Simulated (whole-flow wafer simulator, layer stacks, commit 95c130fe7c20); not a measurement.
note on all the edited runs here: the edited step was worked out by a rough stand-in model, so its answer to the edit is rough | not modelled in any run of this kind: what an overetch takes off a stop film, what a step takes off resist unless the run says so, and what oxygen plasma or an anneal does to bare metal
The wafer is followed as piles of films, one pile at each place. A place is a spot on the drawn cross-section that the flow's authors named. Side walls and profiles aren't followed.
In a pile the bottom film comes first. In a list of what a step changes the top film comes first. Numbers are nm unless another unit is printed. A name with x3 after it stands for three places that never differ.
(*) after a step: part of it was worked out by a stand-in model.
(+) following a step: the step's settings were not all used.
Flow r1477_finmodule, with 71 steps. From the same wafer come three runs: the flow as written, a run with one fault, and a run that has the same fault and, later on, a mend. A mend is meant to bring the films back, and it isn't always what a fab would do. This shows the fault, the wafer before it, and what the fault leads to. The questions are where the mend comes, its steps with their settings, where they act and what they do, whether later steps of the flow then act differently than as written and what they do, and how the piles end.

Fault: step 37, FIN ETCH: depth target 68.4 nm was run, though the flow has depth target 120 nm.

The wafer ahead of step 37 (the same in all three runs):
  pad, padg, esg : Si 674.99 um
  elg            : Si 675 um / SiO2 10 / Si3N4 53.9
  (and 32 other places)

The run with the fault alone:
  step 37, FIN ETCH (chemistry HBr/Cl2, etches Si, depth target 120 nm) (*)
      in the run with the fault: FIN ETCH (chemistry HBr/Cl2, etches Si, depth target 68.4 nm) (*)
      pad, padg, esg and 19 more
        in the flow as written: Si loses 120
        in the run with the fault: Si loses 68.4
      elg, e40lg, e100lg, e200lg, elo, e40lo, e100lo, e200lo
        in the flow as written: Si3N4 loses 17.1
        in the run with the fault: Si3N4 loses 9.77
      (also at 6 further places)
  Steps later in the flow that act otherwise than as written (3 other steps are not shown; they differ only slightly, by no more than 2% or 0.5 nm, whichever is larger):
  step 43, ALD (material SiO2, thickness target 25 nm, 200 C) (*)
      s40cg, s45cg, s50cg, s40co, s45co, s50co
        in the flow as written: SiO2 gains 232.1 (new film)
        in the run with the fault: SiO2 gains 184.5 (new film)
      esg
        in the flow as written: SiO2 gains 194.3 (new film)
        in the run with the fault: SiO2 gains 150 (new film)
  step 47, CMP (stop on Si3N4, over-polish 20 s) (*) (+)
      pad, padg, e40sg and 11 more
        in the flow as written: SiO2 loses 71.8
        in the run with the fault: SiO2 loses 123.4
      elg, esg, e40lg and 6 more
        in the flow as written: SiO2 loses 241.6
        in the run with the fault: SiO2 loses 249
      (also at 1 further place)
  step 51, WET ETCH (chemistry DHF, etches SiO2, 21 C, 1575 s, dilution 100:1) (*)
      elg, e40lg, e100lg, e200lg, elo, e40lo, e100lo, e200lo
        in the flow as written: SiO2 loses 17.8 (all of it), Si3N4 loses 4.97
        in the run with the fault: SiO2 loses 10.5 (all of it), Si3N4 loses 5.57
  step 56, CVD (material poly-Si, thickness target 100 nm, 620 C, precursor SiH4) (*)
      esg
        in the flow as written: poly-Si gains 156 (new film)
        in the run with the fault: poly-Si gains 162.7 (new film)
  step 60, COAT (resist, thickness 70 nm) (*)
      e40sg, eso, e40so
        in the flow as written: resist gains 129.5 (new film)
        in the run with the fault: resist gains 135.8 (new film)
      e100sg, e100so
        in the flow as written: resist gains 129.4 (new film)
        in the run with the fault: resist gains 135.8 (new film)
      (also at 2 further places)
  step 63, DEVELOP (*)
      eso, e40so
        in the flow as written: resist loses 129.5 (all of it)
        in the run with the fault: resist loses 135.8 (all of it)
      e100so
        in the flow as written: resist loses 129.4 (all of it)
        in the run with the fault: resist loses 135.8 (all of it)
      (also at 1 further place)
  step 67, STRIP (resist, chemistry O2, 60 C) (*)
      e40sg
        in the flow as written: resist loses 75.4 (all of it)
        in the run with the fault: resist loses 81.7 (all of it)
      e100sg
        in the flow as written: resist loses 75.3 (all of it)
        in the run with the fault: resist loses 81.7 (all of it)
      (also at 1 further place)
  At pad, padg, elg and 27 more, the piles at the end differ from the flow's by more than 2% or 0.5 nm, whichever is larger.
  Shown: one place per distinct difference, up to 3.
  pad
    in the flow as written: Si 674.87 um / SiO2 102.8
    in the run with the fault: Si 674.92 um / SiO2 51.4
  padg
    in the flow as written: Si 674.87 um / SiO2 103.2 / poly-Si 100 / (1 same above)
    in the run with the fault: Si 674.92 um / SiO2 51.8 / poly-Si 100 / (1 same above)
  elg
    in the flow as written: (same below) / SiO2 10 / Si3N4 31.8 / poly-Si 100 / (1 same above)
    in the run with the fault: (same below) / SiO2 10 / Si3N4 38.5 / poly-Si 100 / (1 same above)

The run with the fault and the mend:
  The mend stands after step 38.
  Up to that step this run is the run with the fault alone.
  step 38a, FIN ETCH (chemistry HBr/Cl2, etches Si, depth target 51.6 nm) (*) (the flow's step 37 again, with other settings)
      pad, padg, esg and 19 more
        Si loses 51.6
      elg, e40lg, e100lg, e200lg, elo, e40lo, e100lo, e200lo
        Si3N4 loses 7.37
      s40sg_line, s45sg_line, s50sg_line, s40so_line, s45so_line, s50so_line
        SiO2 loses 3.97
  None of the later steps of the flow acts differently than as written at any place that is followed.
  At every place that both follow, the piles at the end match the flow's.
